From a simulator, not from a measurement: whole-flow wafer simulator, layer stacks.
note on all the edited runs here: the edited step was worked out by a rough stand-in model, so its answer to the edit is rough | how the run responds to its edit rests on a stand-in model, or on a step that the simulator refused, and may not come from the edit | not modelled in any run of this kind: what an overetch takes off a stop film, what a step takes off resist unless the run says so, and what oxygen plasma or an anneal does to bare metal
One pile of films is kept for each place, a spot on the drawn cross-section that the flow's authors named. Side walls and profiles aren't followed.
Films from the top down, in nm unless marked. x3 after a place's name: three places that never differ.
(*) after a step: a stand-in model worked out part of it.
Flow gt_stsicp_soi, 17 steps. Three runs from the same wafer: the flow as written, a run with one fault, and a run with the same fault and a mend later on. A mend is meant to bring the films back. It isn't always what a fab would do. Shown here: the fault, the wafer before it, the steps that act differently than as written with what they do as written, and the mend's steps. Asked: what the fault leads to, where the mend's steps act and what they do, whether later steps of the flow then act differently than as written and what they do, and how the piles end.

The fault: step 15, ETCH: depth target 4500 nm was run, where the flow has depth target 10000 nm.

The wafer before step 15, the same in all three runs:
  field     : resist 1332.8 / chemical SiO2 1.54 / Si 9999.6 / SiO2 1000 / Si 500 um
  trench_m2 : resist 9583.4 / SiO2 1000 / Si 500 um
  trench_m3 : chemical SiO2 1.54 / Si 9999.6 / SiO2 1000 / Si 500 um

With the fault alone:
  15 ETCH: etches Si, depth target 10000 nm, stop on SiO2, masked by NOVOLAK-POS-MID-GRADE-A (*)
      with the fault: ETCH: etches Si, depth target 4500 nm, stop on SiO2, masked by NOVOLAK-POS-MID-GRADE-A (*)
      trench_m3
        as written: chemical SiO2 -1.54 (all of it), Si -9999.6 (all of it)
        with the fault: chemical SiO2 -1.54 (all of it), Si -4500
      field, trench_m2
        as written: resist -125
        with the fault: resist -56.2
  Later steps of the flow that act differently than as written:
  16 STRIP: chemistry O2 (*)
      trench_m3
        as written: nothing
        with the fault: chemical SiO2 +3 (new film), Si -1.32
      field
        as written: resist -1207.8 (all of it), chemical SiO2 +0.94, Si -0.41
        with the fault: resist -1276.5 (all of it), chemical SiO2 +0.94, Si -0.42
  At the end the piles differ from the flow's by more than 2% or 0.5 nm, whichever is larger, at trench_m3.
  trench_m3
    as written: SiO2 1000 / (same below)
    with the fault: chemical SiO2 3 / Si 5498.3 / SiO2 1000 / (same below)

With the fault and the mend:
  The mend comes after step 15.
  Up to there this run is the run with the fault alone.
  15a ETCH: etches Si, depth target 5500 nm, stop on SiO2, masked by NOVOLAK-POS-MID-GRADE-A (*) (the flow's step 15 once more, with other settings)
      field, trench_m2
        resist -68.8
      trench_m3
        Si -5499.6 (all of it)
  No later step of the flow acts differently than as written at any place that is followed.
  At the end the piles are the same as the flow's at every place that both follow.
